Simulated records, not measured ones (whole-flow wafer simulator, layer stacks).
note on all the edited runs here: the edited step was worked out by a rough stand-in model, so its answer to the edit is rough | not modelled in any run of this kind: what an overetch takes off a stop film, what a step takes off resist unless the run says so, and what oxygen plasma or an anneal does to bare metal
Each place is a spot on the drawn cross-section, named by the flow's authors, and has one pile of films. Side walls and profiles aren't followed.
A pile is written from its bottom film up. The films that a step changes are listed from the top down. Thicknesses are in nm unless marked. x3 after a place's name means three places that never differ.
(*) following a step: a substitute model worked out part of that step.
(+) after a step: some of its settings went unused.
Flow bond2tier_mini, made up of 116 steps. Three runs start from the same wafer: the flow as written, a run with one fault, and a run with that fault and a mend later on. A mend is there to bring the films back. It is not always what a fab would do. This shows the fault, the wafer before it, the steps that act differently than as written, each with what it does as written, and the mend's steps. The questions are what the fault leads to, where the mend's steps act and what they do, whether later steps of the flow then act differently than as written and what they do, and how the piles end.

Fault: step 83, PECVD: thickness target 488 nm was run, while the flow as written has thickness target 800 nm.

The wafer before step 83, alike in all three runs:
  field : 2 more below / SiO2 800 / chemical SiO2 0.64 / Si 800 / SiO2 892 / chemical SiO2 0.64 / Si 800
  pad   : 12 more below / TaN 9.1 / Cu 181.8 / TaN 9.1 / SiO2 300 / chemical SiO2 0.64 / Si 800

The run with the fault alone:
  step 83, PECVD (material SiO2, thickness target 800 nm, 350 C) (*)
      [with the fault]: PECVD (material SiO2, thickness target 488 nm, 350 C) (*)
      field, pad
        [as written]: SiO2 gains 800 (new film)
        [with the fault]: SiO2 gains 488 (new film)
  Steps later in the flow that act otherwise than as written:
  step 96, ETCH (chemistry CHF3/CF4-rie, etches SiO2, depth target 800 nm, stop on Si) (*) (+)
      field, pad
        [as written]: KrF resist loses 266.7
        [with the fault]: KrF resist loses 225.5
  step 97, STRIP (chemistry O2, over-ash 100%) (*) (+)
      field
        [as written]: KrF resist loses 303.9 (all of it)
        [with the fault]: KrF resist loses 345.1 (all of it)
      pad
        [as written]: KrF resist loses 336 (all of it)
        [with the fault]: KrF resist loses 377.1 (all of it)
  By the end, the piles at field, pad depart from the flow's by more than 2% or 0.5 nm, whichever is larger.
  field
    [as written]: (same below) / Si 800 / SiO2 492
    [with the fault]: (same below) / Si 800 / SiO2 180
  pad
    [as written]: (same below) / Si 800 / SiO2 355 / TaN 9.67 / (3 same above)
    [with the fault]: (same below) / Si 800 / SiO2 43 / TaN 9.67 / (3 same above)

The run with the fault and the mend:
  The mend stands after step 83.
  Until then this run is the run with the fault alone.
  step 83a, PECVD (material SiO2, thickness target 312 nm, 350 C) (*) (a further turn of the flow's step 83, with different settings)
      field, pad
        SiO2 gains 312
  Later steps of the flow that are run all act as written at every place that is followed.
  The piles end the same as the flow's at every place that both follow.
